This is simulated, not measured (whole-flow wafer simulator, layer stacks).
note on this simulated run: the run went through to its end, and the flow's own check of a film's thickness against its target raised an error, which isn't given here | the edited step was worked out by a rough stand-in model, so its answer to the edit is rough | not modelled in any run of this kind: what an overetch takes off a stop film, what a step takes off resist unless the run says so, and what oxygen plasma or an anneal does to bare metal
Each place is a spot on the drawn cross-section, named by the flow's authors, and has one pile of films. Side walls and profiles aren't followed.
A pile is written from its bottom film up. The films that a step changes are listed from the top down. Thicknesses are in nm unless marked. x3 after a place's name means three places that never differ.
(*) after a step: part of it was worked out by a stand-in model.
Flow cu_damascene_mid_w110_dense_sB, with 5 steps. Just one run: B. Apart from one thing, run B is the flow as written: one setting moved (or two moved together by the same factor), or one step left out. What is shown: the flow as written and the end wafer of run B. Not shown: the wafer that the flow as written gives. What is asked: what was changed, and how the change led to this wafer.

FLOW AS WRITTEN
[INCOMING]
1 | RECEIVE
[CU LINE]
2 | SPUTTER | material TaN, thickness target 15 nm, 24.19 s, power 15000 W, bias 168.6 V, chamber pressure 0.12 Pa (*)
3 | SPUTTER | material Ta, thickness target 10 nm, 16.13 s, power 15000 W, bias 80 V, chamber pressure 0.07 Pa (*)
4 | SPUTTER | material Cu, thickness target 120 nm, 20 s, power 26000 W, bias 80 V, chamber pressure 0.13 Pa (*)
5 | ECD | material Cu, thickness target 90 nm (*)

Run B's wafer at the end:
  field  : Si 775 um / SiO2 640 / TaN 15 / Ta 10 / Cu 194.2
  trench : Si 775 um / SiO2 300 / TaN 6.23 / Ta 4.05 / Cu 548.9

What caused this: step 5, ECD: thickness target 74.2 nm was run, whereas the flow has thickness target 90 nm.

How this came from the change, step by step:
  5 | ECD | material Cu, thickness target 90 nm (*)
      field: Cu gains 74.2 (in the flow as written it would be: Cu gains 90)
      trench: Cu gains 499 (in the flow as written it would be: Cu gains 514.8)
